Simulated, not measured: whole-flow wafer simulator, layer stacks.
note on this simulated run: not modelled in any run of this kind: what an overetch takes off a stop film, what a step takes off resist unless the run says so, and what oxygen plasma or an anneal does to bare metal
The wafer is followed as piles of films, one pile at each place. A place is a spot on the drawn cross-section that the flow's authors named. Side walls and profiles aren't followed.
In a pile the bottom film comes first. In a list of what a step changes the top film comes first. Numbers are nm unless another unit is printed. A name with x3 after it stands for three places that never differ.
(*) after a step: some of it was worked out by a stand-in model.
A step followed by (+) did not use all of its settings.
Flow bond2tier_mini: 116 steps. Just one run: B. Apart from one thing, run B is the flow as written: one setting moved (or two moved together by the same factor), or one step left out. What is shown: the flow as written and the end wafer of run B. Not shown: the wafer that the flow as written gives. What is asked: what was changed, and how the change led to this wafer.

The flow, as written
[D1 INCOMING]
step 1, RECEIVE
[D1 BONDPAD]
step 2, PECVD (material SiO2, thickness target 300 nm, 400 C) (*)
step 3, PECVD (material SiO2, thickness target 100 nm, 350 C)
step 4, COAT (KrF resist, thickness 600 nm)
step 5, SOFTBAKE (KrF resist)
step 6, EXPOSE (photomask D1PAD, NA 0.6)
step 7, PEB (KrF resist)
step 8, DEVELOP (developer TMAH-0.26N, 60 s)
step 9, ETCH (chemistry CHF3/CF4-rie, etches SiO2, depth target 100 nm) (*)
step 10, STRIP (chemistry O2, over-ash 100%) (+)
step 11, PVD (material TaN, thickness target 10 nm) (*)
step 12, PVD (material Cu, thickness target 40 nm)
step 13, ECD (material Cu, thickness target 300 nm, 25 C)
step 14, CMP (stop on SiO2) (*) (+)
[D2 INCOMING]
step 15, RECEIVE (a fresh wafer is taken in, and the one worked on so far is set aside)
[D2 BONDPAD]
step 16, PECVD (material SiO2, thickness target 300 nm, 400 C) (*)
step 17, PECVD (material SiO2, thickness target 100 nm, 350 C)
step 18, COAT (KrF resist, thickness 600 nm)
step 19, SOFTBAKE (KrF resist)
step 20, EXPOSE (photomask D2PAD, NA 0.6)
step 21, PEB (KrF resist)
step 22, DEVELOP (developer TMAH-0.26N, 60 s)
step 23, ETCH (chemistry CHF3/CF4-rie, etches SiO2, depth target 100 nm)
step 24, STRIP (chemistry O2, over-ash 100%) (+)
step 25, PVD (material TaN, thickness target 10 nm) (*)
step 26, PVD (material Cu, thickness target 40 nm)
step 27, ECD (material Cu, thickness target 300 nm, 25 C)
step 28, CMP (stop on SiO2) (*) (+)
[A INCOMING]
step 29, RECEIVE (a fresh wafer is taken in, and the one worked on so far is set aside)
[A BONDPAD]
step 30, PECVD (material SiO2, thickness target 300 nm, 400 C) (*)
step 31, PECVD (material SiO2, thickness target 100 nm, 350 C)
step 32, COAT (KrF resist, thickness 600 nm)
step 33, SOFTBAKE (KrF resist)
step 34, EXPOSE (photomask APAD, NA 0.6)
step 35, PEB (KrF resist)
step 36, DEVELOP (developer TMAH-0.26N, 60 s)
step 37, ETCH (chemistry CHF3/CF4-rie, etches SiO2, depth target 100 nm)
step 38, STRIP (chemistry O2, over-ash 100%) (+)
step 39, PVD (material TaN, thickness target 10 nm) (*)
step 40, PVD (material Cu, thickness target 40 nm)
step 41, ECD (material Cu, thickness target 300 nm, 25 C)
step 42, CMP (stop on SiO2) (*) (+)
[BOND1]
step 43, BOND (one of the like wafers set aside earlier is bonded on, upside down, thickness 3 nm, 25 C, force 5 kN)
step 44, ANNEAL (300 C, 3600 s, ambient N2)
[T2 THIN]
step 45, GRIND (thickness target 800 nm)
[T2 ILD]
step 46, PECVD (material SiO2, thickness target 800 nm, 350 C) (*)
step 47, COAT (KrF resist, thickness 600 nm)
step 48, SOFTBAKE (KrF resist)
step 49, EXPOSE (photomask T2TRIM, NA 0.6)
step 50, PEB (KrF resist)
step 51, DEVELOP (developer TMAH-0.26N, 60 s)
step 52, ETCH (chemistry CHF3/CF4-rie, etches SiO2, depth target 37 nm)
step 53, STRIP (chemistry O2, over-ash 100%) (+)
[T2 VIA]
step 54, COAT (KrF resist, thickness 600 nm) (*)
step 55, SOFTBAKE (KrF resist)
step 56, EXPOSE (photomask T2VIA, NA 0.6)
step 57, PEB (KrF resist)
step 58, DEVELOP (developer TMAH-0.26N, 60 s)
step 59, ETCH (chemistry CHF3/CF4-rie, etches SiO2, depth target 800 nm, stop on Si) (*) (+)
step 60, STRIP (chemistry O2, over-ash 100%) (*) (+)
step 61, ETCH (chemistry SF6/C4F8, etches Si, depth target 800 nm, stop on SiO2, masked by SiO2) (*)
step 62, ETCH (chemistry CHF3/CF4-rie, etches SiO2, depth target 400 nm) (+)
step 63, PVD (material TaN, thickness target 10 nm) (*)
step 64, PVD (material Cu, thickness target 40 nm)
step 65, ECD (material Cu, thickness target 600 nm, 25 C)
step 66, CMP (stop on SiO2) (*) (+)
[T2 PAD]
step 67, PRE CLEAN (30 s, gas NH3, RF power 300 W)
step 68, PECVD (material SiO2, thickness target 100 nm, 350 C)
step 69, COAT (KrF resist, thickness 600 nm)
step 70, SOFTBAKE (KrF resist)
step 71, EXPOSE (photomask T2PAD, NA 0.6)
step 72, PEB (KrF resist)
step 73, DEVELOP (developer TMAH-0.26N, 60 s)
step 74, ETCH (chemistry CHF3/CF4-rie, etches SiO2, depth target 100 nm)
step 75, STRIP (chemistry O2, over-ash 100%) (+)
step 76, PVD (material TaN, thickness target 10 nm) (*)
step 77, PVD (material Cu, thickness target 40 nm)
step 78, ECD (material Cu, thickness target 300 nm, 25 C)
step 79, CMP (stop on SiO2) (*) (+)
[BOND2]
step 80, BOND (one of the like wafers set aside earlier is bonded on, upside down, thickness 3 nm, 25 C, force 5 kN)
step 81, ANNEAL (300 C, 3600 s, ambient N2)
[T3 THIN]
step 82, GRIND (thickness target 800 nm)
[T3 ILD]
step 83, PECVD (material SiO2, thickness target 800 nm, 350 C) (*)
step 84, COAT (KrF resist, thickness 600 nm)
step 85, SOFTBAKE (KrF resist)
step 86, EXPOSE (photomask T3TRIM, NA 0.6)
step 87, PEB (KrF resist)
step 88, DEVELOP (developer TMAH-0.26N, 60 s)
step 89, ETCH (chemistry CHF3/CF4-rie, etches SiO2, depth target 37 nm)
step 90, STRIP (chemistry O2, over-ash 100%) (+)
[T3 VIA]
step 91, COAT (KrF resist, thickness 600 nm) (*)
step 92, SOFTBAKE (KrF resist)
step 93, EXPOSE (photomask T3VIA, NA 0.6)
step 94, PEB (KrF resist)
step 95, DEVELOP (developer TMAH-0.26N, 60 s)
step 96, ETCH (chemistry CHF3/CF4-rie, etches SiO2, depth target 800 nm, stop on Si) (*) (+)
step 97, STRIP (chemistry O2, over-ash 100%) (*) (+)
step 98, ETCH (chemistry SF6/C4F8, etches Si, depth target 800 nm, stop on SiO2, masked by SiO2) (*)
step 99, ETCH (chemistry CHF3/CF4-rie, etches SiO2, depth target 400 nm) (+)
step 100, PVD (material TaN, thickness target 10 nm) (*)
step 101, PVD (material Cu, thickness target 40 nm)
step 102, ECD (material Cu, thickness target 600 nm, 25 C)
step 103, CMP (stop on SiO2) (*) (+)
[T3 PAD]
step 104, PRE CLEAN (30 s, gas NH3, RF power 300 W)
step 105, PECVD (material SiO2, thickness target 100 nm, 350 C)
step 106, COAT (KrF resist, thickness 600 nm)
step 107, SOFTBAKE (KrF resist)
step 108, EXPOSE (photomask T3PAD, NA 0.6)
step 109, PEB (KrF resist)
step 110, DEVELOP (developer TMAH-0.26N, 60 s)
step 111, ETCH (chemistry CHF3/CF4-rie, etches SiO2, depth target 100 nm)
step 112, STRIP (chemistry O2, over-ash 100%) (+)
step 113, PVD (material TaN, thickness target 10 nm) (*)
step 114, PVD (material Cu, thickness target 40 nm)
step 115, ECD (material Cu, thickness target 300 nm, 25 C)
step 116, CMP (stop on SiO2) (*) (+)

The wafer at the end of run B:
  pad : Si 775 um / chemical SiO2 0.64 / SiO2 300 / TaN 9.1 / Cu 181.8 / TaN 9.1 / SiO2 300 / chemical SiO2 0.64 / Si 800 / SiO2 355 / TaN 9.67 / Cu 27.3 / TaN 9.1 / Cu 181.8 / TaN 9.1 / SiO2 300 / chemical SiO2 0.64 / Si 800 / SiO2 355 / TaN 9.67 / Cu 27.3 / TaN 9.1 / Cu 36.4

Cause: step 115, ECD: material Cu, thickness target 300 nm, 25 C, was omitted.

The path from the change to this, step by step:
  step 116, CMP (stop on SiO2) (*) (+)
      pad: nothing (as written it would have been: Cu loses 350)
      field: Cu loses 40 (all of it), TaN loses 10 (all of it) (as written it would have been: Cu loses 340 (all of it), TaN loses 10 (all of it))
